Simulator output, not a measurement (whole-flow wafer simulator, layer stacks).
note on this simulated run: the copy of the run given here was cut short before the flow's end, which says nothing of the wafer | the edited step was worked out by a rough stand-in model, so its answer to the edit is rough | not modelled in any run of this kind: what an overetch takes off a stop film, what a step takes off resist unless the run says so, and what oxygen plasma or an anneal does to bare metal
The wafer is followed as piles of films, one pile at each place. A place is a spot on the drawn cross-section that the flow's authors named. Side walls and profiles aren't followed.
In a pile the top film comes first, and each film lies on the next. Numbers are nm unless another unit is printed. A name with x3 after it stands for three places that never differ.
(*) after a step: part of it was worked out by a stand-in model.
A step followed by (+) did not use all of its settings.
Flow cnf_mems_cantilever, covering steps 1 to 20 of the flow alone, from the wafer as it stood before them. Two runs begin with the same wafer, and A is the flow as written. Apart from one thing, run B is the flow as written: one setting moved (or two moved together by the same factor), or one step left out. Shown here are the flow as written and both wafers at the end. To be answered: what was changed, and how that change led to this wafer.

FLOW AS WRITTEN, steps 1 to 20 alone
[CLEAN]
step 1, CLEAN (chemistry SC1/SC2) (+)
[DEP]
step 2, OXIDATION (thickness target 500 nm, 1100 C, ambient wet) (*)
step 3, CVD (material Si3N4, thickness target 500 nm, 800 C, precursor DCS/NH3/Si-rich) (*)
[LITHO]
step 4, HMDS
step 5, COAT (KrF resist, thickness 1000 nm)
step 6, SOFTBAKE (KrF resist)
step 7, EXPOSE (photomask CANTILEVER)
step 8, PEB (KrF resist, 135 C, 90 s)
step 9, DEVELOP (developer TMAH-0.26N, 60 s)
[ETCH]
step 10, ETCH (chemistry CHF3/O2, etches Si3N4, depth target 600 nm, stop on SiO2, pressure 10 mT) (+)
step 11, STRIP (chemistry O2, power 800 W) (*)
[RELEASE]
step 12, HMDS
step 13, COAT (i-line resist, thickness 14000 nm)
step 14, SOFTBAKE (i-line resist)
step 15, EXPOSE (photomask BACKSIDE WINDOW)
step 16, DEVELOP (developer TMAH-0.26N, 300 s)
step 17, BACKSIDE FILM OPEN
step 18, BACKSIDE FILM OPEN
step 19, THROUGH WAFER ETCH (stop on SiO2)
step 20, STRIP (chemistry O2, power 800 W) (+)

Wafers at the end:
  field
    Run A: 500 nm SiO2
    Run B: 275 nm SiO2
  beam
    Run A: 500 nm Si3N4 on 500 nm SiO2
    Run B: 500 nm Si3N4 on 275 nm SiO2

Cause: step 2, OXIDATION: thickness target 275 nm was run, while the flow as written has thickness target 500 nm.
One can read it off the wafer: field has SiO2 275, and step 2 as written asks for 500 nm.

The path from the change to this, step by step:
  step 2, OXIDATION (thickness target 500 nm, 1100 C, ambient wet) (*)
      field, beam: A +500 SiO2 (new film), -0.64 chemical SiO2 (all of it), -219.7 Si | B +275 SiO2 (new film), -0.64 chemical SiO2 (all of it), -120.7 Si
  step 19, THROUGH WAFER ETCH (stop on SiO2)
      field: A under 1 film: -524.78 um Si (all of it) | B under 1 film: -524.88 um Si (all of it)
      beam: A under 2 films: -524.78 um Si (all of it) | B under 2 films: -524.88 um Si (all of it)
